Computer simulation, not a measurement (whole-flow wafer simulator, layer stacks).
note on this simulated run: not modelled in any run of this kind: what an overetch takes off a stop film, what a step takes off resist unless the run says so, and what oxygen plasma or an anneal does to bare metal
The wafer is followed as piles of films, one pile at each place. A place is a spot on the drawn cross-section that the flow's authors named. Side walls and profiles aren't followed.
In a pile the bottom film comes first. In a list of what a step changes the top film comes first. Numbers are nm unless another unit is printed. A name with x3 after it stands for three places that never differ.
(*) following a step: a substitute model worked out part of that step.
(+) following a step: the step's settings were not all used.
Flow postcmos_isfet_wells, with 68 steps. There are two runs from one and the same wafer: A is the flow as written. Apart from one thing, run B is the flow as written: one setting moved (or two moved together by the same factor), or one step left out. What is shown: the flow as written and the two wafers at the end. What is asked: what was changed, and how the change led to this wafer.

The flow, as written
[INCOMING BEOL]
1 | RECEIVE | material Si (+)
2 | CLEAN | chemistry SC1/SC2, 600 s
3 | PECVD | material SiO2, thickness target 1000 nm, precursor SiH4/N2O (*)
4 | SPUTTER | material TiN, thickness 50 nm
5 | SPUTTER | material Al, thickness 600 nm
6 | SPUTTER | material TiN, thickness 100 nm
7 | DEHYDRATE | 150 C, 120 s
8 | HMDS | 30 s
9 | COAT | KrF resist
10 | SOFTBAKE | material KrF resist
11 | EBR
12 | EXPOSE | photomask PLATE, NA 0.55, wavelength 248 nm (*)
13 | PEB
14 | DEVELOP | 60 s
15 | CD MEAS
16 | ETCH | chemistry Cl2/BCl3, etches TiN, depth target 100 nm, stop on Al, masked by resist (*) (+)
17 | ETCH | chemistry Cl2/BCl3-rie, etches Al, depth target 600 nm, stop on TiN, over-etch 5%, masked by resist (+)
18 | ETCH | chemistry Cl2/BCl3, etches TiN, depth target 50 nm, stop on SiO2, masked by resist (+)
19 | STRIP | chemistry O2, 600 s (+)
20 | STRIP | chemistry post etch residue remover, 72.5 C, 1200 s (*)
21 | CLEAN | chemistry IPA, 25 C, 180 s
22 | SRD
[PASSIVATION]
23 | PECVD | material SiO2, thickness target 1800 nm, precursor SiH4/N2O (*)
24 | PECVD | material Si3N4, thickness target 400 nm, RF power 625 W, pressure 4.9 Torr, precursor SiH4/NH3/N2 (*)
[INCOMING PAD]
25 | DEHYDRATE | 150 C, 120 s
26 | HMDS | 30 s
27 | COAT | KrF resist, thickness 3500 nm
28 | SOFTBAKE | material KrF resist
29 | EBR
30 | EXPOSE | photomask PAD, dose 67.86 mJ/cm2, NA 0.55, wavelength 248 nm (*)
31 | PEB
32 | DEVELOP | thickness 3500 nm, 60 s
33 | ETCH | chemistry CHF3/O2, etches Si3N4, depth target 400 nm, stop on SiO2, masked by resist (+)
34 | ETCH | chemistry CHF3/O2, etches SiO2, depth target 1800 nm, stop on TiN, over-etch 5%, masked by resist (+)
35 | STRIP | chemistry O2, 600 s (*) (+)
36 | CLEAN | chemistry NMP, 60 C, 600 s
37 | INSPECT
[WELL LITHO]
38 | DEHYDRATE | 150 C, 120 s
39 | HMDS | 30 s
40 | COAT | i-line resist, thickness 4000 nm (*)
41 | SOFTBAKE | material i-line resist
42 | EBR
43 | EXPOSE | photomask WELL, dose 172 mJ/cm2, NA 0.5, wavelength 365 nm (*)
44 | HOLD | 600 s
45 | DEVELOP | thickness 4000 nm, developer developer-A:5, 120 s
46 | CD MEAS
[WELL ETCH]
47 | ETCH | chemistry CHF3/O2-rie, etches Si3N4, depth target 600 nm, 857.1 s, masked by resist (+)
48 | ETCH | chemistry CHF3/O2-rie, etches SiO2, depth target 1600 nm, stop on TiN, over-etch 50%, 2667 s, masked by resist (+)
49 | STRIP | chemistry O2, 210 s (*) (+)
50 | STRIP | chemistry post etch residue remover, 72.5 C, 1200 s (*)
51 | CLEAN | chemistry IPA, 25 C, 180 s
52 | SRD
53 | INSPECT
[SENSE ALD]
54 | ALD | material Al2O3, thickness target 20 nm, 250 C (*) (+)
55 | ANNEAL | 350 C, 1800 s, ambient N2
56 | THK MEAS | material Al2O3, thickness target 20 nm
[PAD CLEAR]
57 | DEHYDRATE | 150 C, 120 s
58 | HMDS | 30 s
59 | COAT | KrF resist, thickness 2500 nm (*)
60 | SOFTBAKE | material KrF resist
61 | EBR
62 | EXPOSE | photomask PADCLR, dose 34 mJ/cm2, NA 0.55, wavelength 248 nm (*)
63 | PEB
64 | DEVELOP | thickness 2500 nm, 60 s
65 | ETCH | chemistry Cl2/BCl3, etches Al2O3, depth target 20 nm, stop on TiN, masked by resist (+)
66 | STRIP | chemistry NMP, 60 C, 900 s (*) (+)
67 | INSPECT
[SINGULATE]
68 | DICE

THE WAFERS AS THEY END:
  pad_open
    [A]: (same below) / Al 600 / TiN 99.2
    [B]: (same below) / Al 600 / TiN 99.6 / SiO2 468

Cause: step 34, ETCH: depth target 1332 nm was run, though the flow has depth target 1800 nm.

The path from the change to this, step by step:
  34 | ETCH | chemistry CHF3/O2, etches SiO2, depth target 1800 nm, stop on TiN, over-etch 5%, masked by resist (+)
      pad_open: A SiO2 loses 1800 (all of it) | B SiO2 loses 1332
      field, margin, well900, well1300 x3, pad_rim, pad_clr: A KrF resist loses 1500 | B KrF resist loses 1110
  35 | STRIP | chemistry O2, 600 s (*) (+)
      field, margin, well900, well1300 x3, pad_rim, pad_clr: A KrF resist loses 1613.3 (all of it) | B KrF resist loses 2003.3 (all of it)
  40 | COAT | i-line resist, thickness 4000 nm (*)
      pad_clr: A i-line resist gains 3256.8 (new film) | B i-line resist gains 3404.8 (new film)
      pad_open: A i-line resist gains 4804.7 (new film) | B i-line resist gains 4636.1 (new film)
  41 | SOFTBAKE | material i-line resist
      pad_clr: A i-line resist loses 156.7 | B i-line resist loses 111.7
      pad_open: A i-line resist gains 115.3 | B i-line resist gains 93.8
  49 | STRIP | chemistry O2, 210 s (*) (+)
      pad_clr: A i-line resist loses 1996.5 (all of it) | B i-line resist loses 2189.4 (all of it)
      pad_open: A i-line resist loses 3816.3 (all of it) | B i-line resist loses 3626.2 (all of it)
  59 | COAT | KrF resist, thickness 2500 nm (*)
      pad_rim: A KrF resist gains 1976.4 (new film) | B KrF resist gains 2083.3 (new film)
      pad_clr: A KrF resist gains 1691.6 (new film) | B KrF resist gains 1850.3 (new film)
      (also at 1 further place)
  60 | SOFTBAKE | material KrF resist
      pad_clr: A KrF resist loses 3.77 | B KrF resist loses 3.06
  63 | PEB
      pad_rim: A KrF resist loses 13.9 | B KrF resist loses 14.7
      pad_clr: A KrF resist loses 11.8 | B KrF resist loses 13
      (also at 1 further place)
  64 | DEVELOP | thickness 2500 nm, 60 s
      pad_clr: A KrF resist loses 1676 (all of it) | B KrF resist loses 1834.3 (all of it)
      pad_open: A KrF resist loses 3045.1 (all of it) | B KrF resist loses 2927.8 (all of it)
  66 | STRIP | chemistry NMP, 60 C, 900 s (*) (+)
      pad_rim: A KrF resist loses 1923.7 (all of it) | B KrF resist loses 2029.6 (all of it)
